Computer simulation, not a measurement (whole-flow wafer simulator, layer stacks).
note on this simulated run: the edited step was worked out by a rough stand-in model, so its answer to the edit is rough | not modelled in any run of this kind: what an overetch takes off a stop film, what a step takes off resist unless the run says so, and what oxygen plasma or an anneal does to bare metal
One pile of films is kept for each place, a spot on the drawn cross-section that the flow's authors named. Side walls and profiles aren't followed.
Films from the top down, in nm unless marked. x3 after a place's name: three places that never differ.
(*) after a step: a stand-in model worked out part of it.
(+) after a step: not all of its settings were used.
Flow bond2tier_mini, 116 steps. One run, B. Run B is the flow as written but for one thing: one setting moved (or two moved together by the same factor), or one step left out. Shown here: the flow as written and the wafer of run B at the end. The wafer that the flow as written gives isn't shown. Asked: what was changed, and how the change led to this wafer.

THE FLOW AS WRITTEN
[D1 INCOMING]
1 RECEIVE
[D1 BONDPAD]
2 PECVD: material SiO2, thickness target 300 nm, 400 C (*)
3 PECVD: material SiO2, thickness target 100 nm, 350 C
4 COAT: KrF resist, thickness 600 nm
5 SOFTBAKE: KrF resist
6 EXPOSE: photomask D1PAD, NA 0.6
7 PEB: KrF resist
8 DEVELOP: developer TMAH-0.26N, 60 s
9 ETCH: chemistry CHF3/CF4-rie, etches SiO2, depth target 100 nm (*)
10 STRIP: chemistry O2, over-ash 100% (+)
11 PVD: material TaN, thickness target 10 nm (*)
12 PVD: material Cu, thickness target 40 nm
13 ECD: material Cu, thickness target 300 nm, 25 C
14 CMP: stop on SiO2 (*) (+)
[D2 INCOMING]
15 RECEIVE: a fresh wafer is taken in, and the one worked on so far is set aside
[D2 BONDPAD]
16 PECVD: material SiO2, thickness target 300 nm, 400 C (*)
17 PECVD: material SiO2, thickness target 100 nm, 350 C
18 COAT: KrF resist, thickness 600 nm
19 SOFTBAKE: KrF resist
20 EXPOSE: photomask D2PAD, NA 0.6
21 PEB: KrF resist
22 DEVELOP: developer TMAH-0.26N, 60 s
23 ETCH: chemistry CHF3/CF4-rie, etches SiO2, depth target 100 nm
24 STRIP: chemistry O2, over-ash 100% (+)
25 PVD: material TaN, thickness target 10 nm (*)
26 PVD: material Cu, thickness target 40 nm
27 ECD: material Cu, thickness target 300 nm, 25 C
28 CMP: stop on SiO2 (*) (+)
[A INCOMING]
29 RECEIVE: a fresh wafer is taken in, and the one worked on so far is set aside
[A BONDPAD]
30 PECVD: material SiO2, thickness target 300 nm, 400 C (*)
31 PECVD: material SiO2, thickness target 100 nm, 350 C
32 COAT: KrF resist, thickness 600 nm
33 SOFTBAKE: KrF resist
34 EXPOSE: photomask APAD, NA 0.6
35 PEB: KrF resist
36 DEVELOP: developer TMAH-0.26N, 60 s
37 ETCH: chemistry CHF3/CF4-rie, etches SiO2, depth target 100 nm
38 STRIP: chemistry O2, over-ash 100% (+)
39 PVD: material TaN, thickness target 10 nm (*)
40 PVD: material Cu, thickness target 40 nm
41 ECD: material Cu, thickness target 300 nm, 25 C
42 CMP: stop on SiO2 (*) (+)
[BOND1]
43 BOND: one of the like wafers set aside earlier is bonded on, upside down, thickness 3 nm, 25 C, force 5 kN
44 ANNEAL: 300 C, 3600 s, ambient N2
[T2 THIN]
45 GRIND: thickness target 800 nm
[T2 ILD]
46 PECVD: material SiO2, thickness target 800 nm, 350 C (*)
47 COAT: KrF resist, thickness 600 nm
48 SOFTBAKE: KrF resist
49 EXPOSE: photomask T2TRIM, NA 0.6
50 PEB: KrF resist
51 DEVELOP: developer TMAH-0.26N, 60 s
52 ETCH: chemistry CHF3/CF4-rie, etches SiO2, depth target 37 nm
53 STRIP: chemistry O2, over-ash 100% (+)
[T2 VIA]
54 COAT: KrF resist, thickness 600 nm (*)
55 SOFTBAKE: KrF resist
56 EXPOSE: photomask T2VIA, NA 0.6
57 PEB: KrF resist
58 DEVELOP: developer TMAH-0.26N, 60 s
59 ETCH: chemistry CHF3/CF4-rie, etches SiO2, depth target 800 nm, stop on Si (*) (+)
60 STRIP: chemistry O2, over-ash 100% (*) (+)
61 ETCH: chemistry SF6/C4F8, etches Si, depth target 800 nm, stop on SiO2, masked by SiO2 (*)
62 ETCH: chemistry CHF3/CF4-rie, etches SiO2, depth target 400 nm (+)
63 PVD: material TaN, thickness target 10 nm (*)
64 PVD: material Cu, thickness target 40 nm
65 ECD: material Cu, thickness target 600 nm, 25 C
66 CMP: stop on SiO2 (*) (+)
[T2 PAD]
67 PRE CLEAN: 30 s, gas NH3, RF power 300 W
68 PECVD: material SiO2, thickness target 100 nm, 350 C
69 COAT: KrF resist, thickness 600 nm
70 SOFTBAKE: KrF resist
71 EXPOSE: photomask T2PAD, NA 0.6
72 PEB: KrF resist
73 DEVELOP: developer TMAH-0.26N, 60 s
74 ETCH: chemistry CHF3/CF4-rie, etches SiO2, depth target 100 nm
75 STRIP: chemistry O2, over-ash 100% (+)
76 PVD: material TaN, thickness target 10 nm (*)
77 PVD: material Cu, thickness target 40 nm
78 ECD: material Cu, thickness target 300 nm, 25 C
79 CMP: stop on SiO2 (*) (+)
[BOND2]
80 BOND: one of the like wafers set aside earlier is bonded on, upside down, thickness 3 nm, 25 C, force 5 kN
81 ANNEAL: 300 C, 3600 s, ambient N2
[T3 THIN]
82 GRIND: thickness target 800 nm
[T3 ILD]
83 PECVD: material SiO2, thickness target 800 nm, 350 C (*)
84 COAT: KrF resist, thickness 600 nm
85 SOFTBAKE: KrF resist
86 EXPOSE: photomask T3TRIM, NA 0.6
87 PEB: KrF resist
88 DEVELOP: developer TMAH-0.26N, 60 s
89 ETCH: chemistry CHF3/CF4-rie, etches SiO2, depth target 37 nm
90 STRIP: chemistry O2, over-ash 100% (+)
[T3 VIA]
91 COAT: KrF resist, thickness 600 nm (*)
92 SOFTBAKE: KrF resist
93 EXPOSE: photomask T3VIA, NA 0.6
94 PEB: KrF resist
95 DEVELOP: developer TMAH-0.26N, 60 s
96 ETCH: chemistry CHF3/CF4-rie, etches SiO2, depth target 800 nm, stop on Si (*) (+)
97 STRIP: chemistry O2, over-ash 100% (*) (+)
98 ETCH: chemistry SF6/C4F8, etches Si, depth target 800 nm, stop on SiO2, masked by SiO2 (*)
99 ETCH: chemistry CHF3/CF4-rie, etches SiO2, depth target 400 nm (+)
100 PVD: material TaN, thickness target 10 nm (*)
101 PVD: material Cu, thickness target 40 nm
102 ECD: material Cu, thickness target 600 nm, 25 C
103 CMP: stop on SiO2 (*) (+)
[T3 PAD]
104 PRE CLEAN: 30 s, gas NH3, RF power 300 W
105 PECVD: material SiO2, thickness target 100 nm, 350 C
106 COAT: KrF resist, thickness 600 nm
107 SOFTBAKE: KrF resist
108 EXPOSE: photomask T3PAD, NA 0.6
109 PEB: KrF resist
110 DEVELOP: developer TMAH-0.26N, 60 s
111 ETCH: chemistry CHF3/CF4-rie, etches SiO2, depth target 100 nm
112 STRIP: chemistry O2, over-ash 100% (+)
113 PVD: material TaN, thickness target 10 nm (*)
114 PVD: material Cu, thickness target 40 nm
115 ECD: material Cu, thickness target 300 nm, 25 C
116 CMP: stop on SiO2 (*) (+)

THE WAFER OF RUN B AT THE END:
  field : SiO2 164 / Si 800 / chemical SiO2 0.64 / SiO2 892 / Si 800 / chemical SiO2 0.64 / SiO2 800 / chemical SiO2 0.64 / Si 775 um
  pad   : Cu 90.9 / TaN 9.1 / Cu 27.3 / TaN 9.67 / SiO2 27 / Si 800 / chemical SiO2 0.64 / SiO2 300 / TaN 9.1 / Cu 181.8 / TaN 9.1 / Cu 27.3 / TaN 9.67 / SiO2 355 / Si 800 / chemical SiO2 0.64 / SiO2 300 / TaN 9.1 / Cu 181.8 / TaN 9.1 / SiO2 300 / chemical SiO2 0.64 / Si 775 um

The cause: step 83, PECVD: thickness target 472 nm was run, where the flow has thickness target 800 nm.

How the change led to this, step by step:
  83 PECVD: material SiO2, thickness target 800 nm, 350 C (*)
      field, pad: SiO2 +472 (new film) (as written it would be: SiO2 +800 (new film))
  96 ETCH: chemistry CHF3/CF4-rie, etches SiO2, depth target 800 nm, stop on Si (*) (+)
      field, pad: KrF resist -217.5 (as written it would be: KrF resist -266.7)
  97 STRIP: chemistry O2, over-ash 100% (*) (+)
      field: KrF resist -353.1 (all of it) (as written it would be: KrF resist -303.9 (all of it))
      pad: KrF resist -385.1 (all of it) (as written it would be: KrF resist -336 (all of it))
